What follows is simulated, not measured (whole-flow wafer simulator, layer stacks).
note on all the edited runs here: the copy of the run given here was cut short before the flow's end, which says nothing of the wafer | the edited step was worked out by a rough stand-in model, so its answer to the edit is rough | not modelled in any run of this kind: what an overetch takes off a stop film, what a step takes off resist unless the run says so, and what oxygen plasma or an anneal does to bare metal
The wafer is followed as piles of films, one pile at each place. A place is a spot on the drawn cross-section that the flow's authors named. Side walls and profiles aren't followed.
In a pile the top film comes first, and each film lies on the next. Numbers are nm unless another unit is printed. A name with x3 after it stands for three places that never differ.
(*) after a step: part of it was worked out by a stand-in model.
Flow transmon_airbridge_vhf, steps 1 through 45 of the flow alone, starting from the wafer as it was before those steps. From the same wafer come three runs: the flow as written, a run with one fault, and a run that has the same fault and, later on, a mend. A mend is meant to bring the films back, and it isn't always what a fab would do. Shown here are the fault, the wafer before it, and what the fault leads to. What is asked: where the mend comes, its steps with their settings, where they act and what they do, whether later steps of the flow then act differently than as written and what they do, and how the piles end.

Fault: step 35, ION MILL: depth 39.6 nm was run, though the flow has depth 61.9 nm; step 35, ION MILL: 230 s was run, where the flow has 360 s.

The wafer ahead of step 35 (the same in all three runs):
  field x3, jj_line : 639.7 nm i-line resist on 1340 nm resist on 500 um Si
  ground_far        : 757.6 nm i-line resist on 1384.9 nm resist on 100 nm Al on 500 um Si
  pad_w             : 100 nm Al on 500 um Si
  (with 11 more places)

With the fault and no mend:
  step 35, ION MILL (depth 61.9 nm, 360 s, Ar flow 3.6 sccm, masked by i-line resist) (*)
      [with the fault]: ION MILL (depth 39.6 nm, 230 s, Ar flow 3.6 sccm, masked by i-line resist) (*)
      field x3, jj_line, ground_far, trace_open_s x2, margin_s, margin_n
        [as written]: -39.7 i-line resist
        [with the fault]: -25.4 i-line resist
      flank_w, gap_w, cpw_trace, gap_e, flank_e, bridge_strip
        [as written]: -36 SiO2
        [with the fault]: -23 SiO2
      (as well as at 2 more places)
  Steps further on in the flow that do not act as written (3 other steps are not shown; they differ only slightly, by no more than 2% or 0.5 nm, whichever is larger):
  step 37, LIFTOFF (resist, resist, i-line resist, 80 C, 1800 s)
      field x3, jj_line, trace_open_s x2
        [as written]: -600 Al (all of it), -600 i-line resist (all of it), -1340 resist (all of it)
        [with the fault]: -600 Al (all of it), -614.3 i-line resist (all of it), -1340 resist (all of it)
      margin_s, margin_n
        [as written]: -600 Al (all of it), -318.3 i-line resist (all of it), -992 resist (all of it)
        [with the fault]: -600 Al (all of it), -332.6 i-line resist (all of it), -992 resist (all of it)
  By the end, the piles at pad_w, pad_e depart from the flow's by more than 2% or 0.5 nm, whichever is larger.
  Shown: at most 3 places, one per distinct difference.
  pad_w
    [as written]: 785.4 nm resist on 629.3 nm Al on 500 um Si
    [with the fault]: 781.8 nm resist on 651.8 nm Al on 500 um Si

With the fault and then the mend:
  The mend follows step 35.
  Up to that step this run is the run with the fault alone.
  step 35a, ION MILL (depth 22.3 nm, 129.7 s, Ar flow 3.6 sccm, masked by i-line resist) (*) (the flow's step 35 again, with other settings)
      field x3, jj_line, ground_far, trace_open_s x2, margin_s, margin_n
        -14.3 i-line resist
      flank_w, gap_w, cpw_trace, gap_e, flank_e, bridge_strip
        -13 SiO2
      pad_w, pad_e
        -22.3 Al
  Every later step of the flow that is run acts as written at every place that is followed.
  At the end the piles are close to the flow's at the places that both follow, differing by at most 2% or 0.5 nm, whichever is larger.
